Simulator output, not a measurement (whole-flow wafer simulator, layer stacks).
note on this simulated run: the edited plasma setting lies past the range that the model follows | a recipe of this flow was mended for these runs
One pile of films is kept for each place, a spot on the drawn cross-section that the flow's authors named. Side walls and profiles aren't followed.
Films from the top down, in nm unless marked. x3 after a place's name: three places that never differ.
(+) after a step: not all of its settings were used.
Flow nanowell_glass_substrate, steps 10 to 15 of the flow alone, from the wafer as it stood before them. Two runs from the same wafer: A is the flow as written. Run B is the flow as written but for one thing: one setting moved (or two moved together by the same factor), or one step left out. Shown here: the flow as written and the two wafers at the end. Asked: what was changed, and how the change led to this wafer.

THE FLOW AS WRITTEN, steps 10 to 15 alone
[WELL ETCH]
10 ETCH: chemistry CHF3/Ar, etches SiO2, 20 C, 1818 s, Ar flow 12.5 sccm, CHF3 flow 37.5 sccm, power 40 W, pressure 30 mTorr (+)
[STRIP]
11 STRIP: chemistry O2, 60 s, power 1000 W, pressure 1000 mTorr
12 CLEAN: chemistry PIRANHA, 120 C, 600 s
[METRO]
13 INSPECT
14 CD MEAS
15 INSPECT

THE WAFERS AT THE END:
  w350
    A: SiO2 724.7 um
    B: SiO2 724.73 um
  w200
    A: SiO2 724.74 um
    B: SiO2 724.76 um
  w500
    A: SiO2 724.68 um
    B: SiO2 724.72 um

The cause: step 10, ETCH: power 35.2 W was run, where the flow has power 40 W.

How the change led to this, step by step:
  10 ETCH: chemistry CHF3/Ar, etches SiO2, 20 C, 1818 s, Ar flow 12.5 sccm, CHF3 flow 37.5 sccm, power 40 W, pressure 30 mTorr (+)
      land: A UV-NIL-ACRYLATE -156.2 | B UV-NIL-ACRYLATE -135.2
      w350: A SiO2 -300 | B SiO2 -270.3
      (and at 3 more places)
  11 STRIP: chemistry O2, 60 s, power 1000 W, pressure 1000 mTorr
      land: A UV-NIL-ACRYLATE -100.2 (all of it) | B UV-NIL-ACRYLATE -121.2 (all of it)
